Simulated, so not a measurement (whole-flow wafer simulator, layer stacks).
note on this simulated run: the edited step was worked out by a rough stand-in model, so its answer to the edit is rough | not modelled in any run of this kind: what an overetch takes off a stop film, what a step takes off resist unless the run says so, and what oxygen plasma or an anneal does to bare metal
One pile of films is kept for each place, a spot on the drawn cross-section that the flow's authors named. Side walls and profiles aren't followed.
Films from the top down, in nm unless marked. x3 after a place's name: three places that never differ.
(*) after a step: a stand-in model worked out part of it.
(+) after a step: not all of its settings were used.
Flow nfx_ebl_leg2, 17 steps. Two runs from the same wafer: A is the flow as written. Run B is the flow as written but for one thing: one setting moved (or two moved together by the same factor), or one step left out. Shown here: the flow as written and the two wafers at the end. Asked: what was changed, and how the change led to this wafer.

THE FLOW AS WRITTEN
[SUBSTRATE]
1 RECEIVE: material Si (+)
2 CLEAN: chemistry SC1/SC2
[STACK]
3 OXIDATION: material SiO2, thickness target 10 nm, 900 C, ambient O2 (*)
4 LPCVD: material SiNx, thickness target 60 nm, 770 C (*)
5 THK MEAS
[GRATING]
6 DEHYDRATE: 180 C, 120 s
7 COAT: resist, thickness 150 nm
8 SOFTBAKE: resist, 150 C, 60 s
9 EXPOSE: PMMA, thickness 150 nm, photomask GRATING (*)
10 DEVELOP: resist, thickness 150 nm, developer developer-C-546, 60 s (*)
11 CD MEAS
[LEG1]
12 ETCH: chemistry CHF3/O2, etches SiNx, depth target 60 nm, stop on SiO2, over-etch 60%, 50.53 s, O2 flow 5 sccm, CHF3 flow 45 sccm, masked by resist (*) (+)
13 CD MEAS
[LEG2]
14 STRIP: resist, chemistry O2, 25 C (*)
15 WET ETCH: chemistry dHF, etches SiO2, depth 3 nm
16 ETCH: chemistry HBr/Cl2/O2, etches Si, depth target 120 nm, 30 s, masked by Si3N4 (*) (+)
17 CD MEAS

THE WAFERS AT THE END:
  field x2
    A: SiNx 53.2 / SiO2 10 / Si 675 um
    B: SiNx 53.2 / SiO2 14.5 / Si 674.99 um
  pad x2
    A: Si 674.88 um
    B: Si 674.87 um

The cause: step 3, OXIDATION: thickness target 14.5 nm was run, where the flow has thickness target 10 nm.
It can be read off the wafer: field x2 has SiO2 14.5, and step 3 as written asks for 10 nm.

How the change led to this, step by step:
  3 OXIDATION: material SiO2, thickness target 10 nm, 900 C, ambient O2 (*)
      field x2, pad x2: A SiO2 +10 (new film), chemical SiO2 -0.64 (all of it), Si -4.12 | B SiO2 +14.5 (new film), chemical SiO2 -0.64 (all of it), Si -6.1
  12 ETCH: chemistry CHF3/O2, etches SiNx, depth target 60 nm, stop on SiO2, over-etch 60%, 50.53 s, O2 flow 5 sccm, CHF3 flow 45 sccm, masked by resist (*) (+)
      pad x2: A SiNx -60 (all of it), SiO2 -10 (all of it) | B SiNx -60 (all of it), SiO2 -14.5 (all of it)
